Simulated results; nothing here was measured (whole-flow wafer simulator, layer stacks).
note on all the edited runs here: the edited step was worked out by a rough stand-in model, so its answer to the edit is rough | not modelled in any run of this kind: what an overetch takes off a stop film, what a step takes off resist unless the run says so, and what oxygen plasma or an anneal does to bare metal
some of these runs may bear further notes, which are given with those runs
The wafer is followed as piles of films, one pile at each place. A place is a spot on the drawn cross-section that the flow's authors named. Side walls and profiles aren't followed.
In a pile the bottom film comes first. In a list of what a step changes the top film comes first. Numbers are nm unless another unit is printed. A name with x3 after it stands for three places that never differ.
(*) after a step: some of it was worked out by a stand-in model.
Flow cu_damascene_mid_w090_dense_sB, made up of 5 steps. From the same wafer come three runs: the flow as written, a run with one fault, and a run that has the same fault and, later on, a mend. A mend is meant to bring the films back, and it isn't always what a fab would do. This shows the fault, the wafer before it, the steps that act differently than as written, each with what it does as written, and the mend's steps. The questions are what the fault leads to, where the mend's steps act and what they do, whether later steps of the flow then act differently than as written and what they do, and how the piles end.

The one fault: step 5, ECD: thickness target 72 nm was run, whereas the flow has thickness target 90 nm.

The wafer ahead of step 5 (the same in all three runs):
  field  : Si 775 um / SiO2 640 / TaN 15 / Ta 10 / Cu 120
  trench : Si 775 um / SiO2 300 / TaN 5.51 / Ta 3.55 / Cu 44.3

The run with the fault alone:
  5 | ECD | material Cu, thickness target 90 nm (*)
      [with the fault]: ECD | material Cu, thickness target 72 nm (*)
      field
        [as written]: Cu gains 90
        [with the fault]: Cu gains 72
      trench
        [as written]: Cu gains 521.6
        [with the fault]: Cu gains 503.6
  None of the later steps of the flow acts differently than as written at any place that is followed.
  The piles end different from the flow's at field, trench by more than 2% or 0.5 nm, whichever is larger.
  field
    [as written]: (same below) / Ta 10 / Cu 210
    [with the fault]: (same below) / Ta 10 / Cu 192
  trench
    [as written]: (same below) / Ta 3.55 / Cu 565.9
    [with the fault]: (same below) / Ta 3.55 / Cu 547.9

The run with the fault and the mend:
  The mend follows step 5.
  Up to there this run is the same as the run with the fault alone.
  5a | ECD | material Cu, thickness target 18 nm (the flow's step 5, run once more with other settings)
      field, trench
        Cu gains 18
  None of the later steps of the flow acts differently than as written at any place that is followed.
  The piles end the same as the flow's at every place that both follow.
